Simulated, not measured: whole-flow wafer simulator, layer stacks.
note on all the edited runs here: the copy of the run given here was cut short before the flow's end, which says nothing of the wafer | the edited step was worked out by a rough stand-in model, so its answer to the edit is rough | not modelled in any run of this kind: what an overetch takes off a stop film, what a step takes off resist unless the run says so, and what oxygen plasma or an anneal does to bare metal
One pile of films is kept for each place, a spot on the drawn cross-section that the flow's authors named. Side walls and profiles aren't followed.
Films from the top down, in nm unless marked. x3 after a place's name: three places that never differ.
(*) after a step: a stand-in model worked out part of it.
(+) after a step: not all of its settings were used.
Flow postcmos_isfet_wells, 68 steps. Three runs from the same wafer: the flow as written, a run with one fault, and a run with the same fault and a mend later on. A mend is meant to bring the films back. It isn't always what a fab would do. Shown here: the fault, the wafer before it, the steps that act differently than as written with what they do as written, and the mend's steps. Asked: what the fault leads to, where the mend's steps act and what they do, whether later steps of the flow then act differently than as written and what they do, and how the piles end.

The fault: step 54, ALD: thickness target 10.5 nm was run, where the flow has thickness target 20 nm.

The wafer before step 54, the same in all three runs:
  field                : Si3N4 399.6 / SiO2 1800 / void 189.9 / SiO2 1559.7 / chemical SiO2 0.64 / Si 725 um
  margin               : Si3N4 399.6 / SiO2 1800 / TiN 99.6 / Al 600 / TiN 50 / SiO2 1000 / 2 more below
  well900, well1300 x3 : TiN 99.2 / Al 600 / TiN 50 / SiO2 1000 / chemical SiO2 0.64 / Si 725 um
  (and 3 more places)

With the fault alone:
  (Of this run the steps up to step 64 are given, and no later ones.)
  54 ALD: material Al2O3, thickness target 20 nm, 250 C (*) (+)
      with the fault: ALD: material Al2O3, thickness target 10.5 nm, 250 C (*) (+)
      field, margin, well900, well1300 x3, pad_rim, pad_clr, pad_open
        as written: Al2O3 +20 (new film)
        with the fault: Al2O3 +10.5 (new film)
  No later step of the flow up to step 64 acts differently than as written, at any place that is followed, by more than 2% or 0.5 nm, whichever is larger.
  After step 64 the piles differ from the flow's by more than 2% or 0.5 nm, whichever is larger, at field, margin, pad_rim, pad_clr, pad_open.
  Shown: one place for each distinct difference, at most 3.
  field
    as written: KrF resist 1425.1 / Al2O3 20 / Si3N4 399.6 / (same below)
    with the fault: KrF resist 1402 / Al2O3 10.5 / Si3N4 399.6 / (same below)
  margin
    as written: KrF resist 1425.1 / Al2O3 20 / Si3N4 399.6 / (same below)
    with the fault: KrF resist 1401.9 / Al2O3 10.5 / Si3N4 399.6 / (same below)
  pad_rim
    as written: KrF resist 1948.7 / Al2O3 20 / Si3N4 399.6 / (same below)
    with the fault: KrF resist 1947.5 / Al2O3 10.5 / Si3N4 399.6 / (same below)

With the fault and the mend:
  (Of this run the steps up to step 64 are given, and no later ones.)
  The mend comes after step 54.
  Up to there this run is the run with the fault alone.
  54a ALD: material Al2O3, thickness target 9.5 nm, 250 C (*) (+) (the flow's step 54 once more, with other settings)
      field, margin, well900, well1300 x3, pad_rim, pad_clr, pad_open
        Al2O3 +9.5
  No later step of the flow up to step 64 acts differently than as written at any place that is followed.
  After step 64 the piles are the same as the flow's at every place that both follow.
